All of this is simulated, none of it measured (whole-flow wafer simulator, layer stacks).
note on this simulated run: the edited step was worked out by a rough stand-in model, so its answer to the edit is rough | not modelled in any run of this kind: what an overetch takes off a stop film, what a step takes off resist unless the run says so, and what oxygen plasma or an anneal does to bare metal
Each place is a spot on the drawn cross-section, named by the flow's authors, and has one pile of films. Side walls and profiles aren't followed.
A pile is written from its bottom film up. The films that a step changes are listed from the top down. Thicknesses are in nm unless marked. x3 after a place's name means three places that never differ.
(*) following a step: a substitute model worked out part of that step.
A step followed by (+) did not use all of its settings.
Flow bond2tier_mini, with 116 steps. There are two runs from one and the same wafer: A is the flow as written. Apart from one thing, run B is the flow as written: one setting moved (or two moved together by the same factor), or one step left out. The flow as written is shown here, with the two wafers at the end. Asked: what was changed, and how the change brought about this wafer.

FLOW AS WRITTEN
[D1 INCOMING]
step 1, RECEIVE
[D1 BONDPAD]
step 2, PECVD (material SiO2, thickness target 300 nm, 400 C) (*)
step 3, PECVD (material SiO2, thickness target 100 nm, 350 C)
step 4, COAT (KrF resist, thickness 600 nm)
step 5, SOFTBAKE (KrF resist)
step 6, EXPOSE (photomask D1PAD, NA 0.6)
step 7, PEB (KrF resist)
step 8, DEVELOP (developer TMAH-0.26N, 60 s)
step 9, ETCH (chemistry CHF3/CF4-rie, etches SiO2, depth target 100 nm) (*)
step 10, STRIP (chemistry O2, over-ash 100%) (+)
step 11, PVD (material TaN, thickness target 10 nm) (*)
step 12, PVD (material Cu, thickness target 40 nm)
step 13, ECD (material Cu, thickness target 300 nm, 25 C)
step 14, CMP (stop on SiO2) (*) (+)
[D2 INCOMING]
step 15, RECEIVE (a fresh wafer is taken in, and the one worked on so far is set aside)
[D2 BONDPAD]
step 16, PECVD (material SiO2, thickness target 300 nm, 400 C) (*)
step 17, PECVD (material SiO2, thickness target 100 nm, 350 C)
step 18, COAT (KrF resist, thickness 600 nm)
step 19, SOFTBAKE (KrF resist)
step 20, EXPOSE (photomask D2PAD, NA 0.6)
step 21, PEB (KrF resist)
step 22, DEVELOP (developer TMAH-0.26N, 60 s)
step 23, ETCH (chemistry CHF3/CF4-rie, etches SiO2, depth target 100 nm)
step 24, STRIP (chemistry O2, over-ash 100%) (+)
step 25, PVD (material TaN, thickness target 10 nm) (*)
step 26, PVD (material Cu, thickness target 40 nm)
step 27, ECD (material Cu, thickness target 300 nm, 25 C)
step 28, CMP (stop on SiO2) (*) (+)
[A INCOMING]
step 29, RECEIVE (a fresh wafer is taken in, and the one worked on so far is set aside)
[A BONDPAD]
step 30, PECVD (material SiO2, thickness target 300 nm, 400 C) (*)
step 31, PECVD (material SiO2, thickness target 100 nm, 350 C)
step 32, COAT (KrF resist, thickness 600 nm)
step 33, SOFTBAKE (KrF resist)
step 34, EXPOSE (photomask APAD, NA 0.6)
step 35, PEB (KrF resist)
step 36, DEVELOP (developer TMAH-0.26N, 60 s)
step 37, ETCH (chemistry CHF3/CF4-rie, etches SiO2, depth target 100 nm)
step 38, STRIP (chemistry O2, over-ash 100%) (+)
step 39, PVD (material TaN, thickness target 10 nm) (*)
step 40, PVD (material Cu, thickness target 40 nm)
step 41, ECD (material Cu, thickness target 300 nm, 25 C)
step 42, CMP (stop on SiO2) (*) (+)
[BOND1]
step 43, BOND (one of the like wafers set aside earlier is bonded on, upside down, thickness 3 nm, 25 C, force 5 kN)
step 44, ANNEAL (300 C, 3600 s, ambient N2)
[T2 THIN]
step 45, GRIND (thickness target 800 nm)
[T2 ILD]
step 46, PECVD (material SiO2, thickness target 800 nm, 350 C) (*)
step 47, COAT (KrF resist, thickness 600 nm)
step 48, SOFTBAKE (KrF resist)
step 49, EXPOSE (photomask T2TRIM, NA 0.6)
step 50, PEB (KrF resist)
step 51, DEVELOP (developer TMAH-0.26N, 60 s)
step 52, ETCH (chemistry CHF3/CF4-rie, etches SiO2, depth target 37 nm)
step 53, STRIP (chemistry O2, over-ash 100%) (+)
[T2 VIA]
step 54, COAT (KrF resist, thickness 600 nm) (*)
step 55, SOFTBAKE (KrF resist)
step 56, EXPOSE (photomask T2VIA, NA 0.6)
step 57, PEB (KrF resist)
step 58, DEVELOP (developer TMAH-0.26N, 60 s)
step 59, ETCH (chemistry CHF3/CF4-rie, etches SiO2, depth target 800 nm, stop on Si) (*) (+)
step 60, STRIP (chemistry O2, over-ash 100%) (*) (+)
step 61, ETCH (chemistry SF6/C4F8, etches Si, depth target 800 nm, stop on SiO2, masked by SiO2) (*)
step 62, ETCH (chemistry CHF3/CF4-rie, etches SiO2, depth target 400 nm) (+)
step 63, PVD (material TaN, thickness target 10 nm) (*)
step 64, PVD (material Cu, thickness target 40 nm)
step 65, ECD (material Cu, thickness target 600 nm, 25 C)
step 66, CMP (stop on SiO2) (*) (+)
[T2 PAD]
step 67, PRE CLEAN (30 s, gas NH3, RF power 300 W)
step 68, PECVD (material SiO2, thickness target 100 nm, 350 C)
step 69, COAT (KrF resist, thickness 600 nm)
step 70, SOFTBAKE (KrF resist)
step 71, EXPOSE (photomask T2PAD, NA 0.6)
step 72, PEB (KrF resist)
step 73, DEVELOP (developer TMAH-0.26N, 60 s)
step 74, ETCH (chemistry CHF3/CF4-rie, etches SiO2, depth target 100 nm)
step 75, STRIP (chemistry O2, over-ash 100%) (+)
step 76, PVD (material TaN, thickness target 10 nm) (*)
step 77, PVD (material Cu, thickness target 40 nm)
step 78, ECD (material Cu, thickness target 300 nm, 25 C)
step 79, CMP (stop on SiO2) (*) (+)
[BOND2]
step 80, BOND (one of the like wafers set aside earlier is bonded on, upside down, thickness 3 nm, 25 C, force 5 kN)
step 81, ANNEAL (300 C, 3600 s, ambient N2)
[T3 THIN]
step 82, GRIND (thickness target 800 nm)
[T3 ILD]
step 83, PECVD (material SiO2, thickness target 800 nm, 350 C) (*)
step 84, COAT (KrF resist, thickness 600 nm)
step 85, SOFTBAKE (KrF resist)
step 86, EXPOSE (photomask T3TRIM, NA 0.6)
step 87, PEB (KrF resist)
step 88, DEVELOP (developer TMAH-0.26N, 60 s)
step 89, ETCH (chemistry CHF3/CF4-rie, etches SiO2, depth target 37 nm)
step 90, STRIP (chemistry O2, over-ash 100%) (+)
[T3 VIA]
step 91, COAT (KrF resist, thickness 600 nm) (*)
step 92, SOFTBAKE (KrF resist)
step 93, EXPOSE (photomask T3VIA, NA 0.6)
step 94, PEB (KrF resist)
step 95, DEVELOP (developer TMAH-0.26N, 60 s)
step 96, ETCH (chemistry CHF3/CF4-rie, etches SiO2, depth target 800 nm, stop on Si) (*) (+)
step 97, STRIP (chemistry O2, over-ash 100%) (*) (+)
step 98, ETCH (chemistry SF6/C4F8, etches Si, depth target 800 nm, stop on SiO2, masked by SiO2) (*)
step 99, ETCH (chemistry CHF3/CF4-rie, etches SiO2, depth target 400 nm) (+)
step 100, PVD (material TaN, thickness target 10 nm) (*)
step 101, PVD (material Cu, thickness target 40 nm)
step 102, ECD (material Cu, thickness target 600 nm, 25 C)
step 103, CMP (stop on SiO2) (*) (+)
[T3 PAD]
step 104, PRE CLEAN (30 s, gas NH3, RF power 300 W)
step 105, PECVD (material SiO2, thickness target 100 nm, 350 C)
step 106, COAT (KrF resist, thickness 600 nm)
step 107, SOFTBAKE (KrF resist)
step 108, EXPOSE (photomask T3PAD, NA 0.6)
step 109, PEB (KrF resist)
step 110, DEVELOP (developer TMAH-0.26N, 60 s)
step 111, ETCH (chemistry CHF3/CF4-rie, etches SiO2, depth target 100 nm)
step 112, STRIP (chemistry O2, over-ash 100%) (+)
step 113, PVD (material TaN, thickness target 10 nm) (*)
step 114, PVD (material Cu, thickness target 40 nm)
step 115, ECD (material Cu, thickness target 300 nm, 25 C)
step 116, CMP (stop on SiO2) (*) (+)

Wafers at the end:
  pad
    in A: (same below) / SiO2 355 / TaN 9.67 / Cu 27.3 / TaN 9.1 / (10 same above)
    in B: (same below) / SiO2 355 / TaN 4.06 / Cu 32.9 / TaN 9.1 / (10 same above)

What caused this: step 63, PVD: thickness target 4.2 nm was run, while the flow as written has thickness target 10 nm.

Step by step, how the change led to this:
  step 63, PVD (material TaN, thickness target 10 nm) (*)
      field: A +10 TaN (new film) | B +4.2 TaN (new film)
      pad: A +9.67 TaN (new film) | B +4.06 TaN (new film)
  step 66, CMP (stop on SiO2) (*) (+)
      field: A -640 Cu (all of it), -10 TaN (all of it) | B -640 Cu (all of it), -4.2 TaN (all of it)
